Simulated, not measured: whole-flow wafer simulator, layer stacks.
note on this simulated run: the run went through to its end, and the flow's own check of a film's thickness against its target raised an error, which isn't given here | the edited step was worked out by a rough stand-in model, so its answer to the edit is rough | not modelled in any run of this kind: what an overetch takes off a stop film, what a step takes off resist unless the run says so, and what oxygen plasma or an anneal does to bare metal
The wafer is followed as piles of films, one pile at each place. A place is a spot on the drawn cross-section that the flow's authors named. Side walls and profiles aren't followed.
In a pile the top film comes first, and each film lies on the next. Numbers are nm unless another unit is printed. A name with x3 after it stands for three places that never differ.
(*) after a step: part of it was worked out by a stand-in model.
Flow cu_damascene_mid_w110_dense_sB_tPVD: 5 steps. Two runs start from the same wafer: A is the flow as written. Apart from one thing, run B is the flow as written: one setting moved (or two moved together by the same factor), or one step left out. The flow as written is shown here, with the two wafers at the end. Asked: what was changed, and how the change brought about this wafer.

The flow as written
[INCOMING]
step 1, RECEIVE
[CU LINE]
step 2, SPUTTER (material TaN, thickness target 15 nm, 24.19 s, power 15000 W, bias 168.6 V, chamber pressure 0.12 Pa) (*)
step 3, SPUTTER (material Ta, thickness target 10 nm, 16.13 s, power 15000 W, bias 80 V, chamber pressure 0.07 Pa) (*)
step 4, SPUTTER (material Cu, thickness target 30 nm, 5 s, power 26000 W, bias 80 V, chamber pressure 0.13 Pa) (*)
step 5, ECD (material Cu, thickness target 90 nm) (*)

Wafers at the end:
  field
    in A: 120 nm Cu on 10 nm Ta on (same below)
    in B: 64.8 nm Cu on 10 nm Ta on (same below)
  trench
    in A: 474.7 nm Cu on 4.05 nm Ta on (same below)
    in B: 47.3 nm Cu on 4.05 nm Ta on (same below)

The reason: step 5, ECD: thickness target 34.8 nm was run, whereas the flow has thickness target 90 nm.

The path from the change to this, step by step:
  step 5, ECD (material Cu, thickness target 90 nm) (*)
      field: A +90 Cu | B +34.8 Cu
      trench: A +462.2 Cu | B +34.8 Cu
